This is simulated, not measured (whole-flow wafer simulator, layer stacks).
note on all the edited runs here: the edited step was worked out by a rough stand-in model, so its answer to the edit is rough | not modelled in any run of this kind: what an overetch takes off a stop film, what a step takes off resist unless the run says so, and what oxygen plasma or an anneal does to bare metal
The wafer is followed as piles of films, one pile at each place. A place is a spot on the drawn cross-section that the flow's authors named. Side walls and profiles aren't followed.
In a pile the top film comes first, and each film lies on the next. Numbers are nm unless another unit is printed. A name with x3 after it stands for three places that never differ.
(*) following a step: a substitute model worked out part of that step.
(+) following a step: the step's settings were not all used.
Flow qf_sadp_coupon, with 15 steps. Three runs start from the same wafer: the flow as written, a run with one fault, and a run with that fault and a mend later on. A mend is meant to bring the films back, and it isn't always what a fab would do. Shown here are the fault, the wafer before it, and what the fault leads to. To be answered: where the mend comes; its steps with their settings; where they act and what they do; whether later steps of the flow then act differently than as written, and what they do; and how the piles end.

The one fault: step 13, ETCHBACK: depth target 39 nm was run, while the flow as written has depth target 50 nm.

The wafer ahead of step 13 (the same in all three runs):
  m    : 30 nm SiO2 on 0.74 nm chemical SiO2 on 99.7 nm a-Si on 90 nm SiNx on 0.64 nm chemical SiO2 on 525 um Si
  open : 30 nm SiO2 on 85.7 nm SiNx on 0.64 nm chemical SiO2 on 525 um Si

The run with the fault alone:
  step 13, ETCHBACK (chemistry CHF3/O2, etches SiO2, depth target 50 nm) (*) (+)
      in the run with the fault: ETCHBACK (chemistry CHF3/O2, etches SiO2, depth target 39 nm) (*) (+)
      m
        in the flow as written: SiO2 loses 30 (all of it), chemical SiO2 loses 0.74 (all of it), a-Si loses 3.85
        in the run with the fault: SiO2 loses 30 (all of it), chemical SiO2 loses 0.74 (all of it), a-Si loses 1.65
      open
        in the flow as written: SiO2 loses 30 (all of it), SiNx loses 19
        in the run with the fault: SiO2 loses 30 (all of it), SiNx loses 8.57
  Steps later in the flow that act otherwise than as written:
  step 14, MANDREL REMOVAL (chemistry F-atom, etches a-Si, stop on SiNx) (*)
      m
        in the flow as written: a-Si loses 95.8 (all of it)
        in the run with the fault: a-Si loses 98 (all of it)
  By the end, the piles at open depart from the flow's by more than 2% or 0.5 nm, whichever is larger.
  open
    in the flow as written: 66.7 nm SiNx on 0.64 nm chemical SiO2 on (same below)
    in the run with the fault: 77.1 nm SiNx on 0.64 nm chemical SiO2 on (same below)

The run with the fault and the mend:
  The mend follows step 13.
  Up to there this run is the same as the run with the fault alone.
  step 13a, ETCHBACK (chemistry CHF3/O2, etches SiO2, depth target 11 nm) (*) (+) (the flow's step 13 again, with other settings)
      m
        a-Si loses 2.2
      open
        SiNx loses 10.5
  Every later step of the flow that is run acts as written at every place that is followed.
  At every place that both follow, the piles at the end match the flow's.
